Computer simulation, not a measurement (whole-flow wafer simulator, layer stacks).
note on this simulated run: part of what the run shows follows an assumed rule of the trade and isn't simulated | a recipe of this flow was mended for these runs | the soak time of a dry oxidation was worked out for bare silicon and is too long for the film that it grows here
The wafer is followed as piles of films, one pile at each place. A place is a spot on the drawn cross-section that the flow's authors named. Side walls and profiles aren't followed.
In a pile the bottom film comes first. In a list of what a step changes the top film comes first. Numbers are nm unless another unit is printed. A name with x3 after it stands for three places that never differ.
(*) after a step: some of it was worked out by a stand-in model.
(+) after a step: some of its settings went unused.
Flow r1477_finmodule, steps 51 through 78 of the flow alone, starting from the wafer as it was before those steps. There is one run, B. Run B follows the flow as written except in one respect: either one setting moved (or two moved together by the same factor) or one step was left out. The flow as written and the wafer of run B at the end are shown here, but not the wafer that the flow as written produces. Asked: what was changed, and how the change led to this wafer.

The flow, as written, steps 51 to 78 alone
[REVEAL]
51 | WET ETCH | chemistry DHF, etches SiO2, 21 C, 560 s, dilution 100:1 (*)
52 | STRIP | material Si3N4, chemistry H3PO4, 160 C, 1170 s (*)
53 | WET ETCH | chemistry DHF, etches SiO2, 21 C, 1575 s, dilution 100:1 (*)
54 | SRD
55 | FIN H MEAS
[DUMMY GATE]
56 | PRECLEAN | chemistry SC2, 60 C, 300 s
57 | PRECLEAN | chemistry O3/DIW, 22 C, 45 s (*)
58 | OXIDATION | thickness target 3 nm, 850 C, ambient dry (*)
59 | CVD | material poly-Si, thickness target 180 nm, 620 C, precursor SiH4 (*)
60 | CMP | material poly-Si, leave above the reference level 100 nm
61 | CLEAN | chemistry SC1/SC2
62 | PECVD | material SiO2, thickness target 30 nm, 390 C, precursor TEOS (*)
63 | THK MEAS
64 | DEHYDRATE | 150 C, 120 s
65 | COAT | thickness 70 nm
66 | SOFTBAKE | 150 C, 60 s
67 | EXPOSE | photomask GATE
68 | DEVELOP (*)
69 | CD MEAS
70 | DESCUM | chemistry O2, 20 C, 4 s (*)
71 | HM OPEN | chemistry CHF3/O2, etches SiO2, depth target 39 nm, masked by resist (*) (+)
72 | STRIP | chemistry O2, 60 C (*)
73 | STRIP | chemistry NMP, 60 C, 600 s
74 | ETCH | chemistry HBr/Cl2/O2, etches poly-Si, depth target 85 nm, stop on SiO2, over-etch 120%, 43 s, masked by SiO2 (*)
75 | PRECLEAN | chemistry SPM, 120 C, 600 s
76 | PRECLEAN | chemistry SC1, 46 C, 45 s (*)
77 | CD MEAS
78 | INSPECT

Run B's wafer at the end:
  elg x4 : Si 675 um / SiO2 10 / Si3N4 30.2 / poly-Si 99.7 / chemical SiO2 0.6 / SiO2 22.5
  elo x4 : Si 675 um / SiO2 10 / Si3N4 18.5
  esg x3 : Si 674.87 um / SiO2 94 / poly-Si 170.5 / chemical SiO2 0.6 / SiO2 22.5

What caused this: step 51, WET ETCH: 280 s was run, while the flow as written has 560 s.

Step by step, how the change led to this:
  51 | WET ETCH | chemistry DHF, etches SiO2, 21 C, 560 s, dilution 100:1 (*)
      elg x4, elo x4: SiO2 loses 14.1 (it would be, as written: SiO2 loses 22.3 (all of it), Si3N4 loses 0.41)
      esg x3, e200sg, s40cg x3, s40sg x3, eso x3, e200so, s40co x3, s40so x3: SiO2 loses 14.1 (it would be, as written: SiO2 loses 28.1)
      (also at 8 further places)
  52 | STRIP | material Si3N4, chemistry H3PO4, 160 C, 1170 s (*)
      elg x4, elo x4: SiO2 loses 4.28 (it would be, as written: Si3N4 loses 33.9 (all of it), SiO2 loses 2.15)
  53 | WET ETCH | chemistry DHF, etches SiO2, 21 C, 1575 s, dilution 100:1 (*)
      elg x4, elo x4: SiO2 loses 3.95 (all of it), Si3N4 loses 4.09 (it would be, as written: SiO2 loses 7.85 (all of it))
  57 | PRECLEAN | chemistry O3/DIW, 22 C, 45 s (*)
      elg x4, elo x4: nothing (it would be, as written: chemical SiO2 gains 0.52, Si loses 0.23)
  58 | OXIDATION | thickness target 3 nm, 850 C, ambient dry (*)
      elg x4, elo x4: nothing (it would be, as written: SiO2 gains 3 (new film), chemical SiO2 loses 0.85 (all of it), Si loses 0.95)
  59 | CVD | material poly-Si, thickness target 180 nm, 620 C, precursor SiH4 (*)
      s40cg x3, s40sg x3, s40co x3, s40so x3: poly-Si gains 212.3 (new film) (it would be, as written: poly-Si gains 226.3 (new film))
      esg x3, eso x3: poly-Si gains 250.8 (new film) (it would be, as written: poly-Si gains 226.3 (new film))
      (also at 2 further places)
  60 | CMP | material poly-Si, leave above the reference level 100 nm
      s40cg x3, s40sg x3, s40sg_line x3, s40co x3, s40so x3, s40so_line x3: poly-Si loses 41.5 (it would be, as written: poly-Si loses 80)
      pad, padg: poly-Si loses 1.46 (it would be, as written: poly-Si loses 24.8)
      (also at 2 further places)
  74 | ETCH | chemistry HBr/Cl2/O2, etches poly-Si, depth target 85 nm, stop on SiO2, over-etch 120%, 43 s, masked by SiO2 (*)
      elo x4: chemical SiO2 loses 1.12 (all of it), poly-Si loses 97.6 (all of it), Si3N4 loses 11.6 (it would be, as written: chemical SiO2 loses 1.12 (all of it), poly-Si loses 97.6 (all of it), SiO2 loses 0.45)
      eso x3, e200so, s40co x3, s40so x3: chemical SiO2 loses 1.12 (all of it), poly-Si loses 168.3 (all of it), SiO2 loses 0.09 (it would be, as written: chemical SiO2 loses 1.12 (all of it), poly-Si loses 143.9 (all of it), SiO2 loses 0.22)
      (also at 4 further places)
